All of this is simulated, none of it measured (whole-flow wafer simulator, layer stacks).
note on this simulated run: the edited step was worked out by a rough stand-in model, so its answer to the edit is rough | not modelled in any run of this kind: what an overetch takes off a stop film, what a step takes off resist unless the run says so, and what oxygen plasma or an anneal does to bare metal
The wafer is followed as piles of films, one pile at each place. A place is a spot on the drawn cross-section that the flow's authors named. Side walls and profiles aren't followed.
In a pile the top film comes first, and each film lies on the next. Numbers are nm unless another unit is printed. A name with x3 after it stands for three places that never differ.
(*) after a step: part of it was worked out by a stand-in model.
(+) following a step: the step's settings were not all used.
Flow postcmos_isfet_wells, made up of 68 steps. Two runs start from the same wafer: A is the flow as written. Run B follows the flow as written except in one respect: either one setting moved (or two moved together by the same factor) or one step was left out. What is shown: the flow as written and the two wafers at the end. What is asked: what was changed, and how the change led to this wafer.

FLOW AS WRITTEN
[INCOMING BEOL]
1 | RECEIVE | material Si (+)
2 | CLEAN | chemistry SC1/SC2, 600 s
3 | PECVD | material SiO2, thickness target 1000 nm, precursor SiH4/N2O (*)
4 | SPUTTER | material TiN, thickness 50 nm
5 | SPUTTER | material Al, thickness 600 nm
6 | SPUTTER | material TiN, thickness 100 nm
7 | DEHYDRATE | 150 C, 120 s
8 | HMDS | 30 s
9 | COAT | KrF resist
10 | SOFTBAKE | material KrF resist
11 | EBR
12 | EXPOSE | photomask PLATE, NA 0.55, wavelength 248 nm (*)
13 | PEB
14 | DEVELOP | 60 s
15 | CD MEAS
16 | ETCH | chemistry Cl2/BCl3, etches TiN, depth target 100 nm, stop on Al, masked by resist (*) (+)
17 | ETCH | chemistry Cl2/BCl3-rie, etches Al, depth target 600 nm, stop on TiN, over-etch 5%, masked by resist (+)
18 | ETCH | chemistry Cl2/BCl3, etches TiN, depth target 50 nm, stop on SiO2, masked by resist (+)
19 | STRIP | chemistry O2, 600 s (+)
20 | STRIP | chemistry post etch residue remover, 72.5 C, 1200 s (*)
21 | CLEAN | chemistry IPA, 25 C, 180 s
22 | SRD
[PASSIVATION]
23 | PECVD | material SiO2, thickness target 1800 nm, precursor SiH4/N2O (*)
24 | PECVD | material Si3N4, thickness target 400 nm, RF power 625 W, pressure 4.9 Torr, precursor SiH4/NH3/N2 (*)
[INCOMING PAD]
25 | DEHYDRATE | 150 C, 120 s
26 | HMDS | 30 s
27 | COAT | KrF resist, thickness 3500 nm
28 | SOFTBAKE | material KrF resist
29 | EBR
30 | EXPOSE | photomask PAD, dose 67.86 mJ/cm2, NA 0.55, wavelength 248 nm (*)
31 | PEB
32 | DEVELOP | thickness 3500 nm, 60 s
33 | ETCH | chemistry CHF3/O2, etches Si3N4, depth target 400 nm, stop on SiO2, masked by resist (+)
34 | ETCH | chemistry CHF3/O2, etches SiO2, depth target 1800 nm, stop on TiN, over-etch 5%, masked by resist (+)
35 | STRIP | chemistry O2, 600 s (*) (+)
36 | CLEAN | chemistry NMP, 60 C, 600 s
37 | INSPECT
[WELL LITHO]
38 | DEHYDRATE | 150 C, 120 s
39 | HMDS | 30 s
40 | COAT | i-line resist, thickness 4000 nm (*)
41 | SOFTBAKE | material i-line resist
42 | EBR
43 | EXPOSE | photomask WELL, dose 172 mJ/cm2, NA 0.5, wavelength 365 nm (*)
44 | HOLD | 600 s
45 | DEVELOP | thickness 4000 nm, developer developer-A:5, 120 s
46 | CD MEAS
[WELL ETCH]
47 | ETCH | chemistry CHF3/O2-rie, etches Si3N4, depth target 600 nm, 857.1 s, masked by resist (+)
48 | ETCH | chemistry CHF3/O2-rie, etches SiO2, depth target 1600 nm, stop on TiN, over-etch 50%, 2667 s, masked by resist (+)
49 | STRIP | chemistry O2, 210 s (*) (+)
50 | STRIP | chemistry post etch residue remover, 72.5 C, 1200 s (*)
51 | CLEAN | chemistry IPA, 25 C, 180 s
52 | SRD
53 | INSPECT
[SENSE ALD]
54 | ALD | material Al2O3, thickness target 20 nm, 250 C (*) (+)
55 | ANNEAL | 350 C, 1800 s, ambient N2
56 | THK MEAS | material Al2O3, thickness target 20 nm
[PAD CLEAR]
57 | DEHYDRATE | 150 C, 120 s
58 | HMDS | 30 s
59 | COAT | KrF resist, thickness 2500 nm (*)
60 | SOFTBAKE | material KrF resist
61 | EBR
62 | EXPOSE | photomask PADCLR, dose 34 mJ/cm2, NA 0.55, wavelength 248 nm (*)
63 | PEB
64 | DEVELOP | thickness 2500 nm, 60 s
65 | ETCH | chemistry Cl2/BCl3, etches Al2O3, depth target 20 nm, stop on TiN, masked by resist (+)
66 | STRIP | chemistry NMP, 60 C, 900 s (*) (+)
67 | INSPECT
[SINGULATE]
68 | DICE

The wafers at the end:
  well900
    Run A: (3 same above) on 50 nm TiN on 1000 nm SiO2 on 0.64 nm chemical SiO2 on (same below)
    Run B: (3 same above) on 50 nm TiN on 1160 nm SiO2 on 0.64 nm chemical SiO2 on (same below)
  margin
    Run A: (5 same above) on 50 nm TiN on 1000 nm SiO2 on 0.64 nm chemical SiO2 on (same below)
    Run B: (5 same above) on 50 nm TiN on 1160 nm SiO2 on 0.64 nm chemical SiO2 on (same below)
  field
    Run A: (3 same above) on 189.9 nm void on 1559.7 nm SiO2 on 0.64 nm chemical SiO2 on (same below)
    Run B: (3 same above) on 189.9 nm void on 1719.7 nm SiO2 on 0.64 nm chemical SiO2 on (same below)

Cause: step 3, PECVD: thickness target 1160 nm was run, while the flow as written has thickness target 1000 nm.
One can read it off the wafer: well900 has SiO2 1160, and step 3 as written asks for 1000 nm.

The path from the change to this, step by step:
  3 | PECVD | material SiO2, thickness target 1000 nm, precursor SiH4/N2O (*)
      field, margin, well900, well1300 x3, pad_rim, pad_clr, pad_open: A SiO2 gains 1000 (new film) | B SiO2 gains 1160 (new film)
